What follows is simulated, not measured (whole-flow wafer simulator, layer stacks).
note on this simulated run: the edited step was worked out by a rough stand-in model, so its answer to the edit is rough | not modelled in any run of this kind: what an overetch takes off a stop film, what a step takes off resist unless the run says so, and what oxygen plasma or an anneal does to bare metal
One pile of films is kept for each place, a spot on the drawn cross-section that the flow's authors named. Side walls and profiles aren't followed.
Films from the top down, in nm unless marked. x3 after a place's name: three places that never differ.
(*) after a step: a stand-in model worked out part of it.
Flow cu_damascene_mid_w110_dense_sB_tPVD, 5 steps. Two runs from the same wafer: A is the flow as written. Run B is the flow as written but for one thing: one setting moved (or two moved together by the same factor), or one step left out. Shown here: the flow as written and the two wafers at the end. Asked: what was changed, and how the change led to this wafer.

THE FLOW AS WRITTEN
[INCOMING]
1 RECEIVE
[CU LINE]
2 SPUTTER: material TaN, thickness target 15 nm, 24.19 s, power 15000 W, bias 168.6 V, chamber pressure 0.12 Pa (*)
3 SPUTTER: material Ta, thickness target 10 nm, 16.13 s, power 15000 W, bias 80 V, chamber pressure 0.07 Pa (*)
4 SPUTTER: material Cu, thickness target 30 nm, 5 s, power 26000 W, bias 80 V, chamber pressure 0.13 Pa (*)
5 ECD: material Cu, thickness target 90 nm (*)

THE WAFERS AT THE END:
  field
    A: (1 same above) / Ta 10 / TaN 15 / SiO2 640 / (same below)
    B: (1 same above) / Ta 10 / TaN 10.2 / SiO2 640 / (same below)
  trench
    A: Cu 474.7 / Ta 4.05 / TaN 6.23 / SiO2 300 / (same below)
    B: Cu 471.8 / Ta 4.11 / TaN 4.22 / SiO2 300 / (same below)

The cause: step 2, SPUTTER: power 10160 W was run, where the flow has power 15000 W.

How the change led to this, step by step:
  2 SPUTTER: material TaN, thickness target 15 nm, 24.19 s, power 15000 W, bias 168.6 V, chamber pressure 0.12 Pa (*)
      field: A TaN +15 (new film) | B TaN +10.2 (new film)
      trench: A TaN +6.23 (new film) | B TaN +4.22 (new film)
